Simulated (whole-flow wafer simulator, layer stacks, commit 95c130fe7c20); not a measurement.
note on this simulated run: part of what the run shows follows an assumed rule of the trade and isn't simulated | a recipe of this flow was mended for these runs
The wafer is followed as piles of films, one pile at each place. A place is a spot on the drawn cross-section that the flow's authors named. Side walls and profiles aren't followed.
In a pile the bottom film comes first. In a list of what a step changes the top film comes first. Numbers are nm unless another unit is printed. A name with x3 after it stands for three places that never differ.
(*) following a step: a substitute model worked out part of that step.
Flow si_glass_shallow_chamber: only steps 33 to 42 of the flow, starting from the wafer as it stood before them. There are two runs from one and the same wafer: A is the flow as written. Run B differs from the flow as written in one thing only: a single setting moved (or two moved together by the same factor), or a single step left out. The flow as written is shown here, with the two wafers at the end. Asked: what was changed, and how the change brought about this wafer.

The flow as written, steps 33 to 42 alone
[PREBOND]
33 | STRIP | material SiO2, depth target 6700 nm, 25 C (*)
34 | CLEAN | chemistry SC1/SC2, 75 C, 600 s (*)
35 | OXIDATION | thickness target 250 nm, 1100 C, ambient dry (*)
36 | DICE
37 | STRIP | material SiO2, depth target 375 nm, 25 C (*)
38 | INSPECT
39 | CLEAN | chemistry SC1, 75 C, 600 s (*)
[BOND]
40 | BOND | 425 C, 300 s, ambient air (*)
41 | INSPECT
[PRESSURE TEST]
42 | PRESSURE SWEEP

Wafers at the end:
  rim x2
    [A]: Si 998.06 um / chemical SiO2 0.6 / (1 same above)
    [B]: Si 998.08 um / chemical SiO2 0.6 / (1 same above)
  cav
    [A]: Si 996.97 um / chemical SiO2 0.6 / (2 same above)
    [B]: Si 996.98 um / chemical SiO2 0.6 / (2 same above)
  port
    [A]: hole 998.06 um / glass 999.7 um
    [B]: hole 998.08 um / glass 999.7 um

What caused this: step 35, OXIDATION: thickness target 212.5 nm was run, while the flow as written has thickness target 250 nm.

The path from the change to this, step by step:
  35 | OXIDATION | thickness target 250 nm, 1100 C, ambient dry (*)
      rim x2, cav, septum, ring: A +250 SiO2 (new film), -0.6 chemical SiO2 (all of it), -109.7 Si | B +212.5 SiO2 (new film), -0.6 chemical SiO2 (all of it), -93.2 Si
  37 | STRIP | material SiO2, depth target 375 nm, 25 C (*)
      rim x2, cav, septum, ring: A -250 SiO2 (all of it) | B -212.5 SiO2 (all of it)
